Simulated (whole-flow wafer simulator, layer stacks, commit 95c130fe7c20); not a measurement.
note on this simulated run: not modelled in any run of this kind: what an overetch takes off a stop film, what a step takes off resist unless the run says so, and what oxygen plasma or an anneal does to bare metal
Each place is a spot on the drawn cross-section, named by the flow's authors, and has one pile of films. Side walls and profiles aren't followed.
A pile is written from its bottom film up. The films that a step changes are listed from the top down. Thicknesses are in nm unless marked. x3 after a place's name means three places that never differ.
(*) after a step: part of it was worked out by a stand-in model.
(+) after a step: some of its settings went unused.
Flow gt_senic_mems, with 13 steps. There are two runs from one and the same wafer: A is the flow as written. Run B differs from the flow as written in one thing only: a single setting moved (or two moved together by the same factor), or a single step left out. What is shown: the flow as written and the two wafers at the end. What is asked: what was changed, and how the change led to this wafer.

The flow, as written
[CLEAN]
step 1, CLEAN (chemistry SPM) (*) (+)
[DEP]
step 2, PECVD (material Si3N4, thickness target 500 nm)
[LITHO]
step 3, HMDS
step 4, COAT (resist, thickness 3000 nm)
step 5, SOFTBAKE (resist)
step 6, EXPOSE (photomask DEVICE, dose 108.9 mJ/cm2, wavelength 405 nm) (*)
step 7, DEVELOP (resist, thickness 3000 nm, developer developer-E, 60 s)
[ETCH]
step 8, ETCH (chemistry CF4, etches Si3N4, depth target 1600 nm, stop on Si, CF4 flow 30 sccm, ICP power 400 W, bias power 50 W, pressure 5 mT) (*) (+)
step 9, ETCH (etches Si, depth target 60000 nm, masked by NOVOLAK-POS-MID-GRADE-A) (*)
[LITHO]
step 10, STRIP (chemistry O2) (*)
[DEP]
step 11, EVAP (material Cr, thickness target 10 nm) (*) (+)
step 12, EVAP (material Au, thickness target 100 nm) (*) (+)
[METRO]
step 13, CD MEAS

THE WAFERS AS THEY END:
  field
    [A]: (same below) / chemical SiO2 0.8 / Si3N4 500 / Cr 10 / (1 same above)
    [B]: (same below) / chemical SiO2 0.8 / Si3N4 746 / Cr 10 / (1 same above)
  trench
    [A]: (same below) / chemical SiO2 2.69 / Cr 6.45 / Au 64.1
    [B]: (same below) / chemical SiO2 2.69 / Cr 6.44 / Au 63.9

The reason: step 2, PECVD: thickness target 746 nm was run, whereas the flow has thickness target 500 nm.
The wafer lets one read it off: field has Si3N4 746, and step 2 as written asks for 500 nm.

Step by step, how the change led to this:
  step 2, PECVD (material Si3N4, thickness target 500 nm)
      field, trench: A +500 Si3N4 (new film) | B +746 Si3N4 (new film)
  step 8, ETCH (chemistry CF4, etches Si3N4, depth target 1600 nm, stop on Si, CF4 flow 30 sccm, ICP power 400 W, bias power 50 W, pressure 5 mT) (*) (+)
      field: A -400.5 resist | B -564.5 resist
      trench: A -500 Si3N4 (all of it), -0.8 chemical SiO2 (all of it) | B -746 Si3N4 (all of it), -0.8 chemical SiO2 (all of it)
  step 10, STRIP (chemistry O2) (*)
      field: A -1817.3 resist (all of it) | B -1653.3 resist (all of it)
